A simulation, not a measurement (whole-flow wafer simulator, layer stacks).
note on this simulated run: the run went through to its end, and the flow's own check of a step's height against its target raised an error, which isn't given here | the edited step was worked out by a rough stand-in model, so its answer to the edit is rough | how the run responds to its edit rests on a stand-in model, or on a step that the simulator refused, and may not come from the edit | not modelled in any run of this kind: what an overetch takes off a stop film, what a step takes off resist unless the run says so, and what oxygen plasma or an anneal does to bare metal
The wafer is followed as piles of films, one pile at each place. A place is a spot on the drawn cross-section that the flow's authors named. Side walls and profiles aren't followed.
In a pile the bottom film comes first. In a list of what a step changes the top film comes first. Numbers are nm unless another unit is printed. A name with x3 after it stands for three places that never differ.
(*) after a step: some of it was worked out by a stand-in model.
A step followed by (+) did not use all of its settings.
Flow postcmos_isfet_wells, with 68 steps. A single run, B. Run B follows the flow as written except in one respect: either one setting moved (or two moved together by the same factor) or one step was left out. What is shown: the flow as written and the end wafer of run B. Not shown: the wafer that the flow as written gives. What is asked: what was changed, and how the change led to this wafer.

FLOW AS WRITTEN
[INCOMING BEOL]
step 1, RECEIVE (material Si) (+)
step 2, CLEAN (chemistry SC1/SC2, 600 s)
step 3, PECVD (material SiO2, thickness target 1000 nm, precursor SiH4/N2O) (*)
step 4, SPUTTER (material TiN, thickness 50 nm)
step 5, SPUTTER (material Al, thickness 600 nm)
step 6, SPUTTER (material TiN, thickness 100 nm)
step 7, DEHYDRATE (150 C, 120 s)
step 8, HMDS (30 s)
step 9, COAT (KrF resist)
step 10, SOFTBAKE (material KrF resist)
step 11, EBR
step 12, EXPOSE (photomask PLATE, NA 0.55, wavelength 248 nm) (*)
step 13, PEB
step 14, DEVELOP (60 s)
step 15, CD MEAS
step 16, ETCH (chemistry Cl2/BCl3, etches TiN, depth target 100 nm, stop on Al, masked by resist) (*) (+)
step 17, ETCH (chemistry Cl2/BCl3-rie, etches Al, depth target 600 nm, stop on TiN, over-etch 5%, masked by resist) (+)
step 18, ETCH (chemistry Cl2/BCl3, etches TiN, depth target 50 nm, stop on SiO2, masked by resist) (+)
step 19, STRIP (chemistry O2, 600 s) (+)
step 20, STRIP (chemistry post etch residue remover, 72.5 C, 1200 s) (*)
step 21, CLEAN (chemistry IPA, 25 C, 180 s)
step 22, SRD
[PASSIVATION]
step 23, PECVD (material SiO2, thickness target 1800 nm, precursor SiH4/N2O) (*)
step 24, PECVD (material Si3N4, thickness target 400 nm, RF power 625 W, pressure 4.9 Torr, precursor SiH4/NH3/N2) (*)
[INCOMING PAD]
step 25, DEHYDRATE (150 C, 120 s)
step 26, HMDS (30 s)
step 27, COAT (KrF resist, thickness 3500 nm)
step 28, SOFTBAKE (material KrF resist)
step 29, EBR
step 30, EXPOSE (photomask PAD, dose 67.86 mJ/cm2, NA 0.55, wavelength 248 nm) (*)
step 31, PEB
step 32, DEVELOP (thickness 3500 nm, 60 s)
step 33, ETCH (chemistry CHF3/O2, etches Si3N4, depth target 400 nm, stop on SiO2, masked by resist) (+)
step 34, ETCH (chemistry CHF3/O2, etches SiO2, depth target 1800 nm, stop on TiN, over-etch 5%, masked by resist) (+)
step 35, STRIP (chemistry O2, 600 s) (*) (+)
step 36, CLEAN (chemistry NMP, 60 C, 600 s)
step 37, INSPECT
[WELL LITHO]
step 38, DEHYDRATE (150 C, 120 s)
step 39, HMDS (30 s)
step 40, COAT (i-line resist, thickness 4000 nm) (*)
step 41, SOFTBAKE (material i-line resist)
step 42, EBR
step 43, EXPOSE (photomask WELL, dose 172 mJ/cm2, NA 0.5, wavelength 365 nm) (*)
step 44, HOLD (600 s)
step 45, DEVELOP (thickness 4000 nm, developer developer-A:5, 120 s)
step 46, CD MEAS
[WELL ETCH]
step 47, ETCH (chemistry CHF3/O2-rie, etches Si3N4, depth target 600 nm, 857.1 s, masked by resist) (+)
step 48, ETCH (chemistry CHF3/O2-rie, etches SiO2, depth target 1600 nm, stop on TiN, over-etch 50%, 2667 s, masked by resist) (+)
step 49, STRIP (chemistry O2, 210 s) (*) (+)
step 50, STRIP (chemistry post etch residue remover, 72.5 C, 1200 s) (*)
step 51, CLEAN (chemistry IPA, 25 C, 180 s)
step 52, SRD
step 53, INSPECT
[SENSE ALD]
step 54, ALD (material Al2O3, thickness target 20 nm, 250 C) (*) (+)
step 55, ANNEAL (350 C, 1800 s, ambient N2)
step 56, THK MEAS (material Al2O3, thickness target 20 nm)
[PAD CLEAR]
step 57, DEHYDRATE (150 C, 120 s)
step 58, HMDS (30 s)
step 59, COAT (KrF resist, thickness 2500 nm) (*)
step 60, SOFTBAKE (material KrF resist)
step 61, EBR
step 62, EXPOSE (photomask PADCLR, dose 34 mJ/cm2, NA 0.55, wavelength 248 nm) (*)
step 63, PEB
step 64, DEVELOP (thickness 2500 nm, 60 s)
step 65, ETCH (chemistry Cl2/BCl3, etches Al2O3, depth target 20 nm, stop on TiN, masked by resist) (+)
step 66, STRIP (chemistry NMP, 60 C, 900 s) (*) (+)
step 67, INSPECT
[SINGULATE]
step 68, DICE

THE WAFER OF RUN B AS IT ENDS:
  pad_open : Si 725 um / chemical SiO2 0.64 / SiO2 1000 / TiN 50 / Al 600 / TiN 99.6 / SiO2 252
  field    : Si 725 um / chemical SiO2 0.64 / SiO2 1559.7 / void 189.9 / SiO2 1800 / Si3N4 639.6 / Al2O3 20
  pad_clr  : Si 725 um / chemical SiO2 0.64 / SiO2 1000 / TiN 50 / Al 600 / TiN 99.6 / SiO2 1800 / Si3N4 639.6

What caused this: step 24, PECVD: thickness target 640 nm was run, whereas the flow has thickness target 400 nm.

How this came from the change, step by step:
  step 24, PECVD (material Si3N4, thickness target 400 nm, RF power 625 W, pressure 4.9 Torr, precursor SiH4/NH3/N2) (*)
      field, margin, well900, well1300 x3, pad_rim, pad_clr, pad_open: +640 Si3N4 (new film) (as written it would have been: +400 Si3N4 (new film))
  step 33, ETCH (chemistry CHF3/O2, etches Si3N4, depth target 400 nm, stop on SiO2, masked by resist) (+)
      pad_open: -400 Si3N4 (as written it would have been: -400 Si3N4 (all of it))
  step 34, ETCH (chemistry CHF3/O2, etches SiO2, depth target 1800 nm, stop on TiN, over-etch 5%, masked by resist) (+)
      pad_open: -240 Si3N4 (all of it), -1548 SiO2 (as written it would have been: -1800 SiO2 (all of it))
  step 47, ETCH (chemistry CHF3/O2-rie, etches Si3N4, depth target 600 nm, 857.1 s, masked by resist) (+)
      well900, well1300 x3: -600 Si3N4 (as written it would have been: -400 Si3N4 (all of it), -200 SiO2)
  step 48, ETCH (chemistry CHF3/O2-rie, etches SiO2, depth target 1600 nm, stop on TiN, over-etch 50%, 2667 s, masked by resist) (+)
      well900, well1300 x3: -40 Si3N4 (all of it), -1800 SiO2 (all of it) (as written it would have been: -1600 SiO2 (all of it))
  step 59, COAT (KrF resist, thickness 2500 nm) (*)
      field: +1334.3 KrF resist (new film) (as written it would have been: +1449 KrF resist (new film))
      margin: +1334.2 KrF resist (new film) (as written it would have been: +1448.9 KrF resist (new film))
  step 63, PEB
      field, margin: -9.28 KrF resist (as written it would have been: -10.1 KrF resist)
  step 66, STRIP (chemistry NMP, 60 C, 900 s) (*) (+)
      field: -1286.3 KrF resist (all of it) (as written it would have been: -1400.1 KrF resist (all of it))
      margin: -1286.2 KrF resist (all of it) (as written it would have been: -1400.1 KrF resist (all of it))
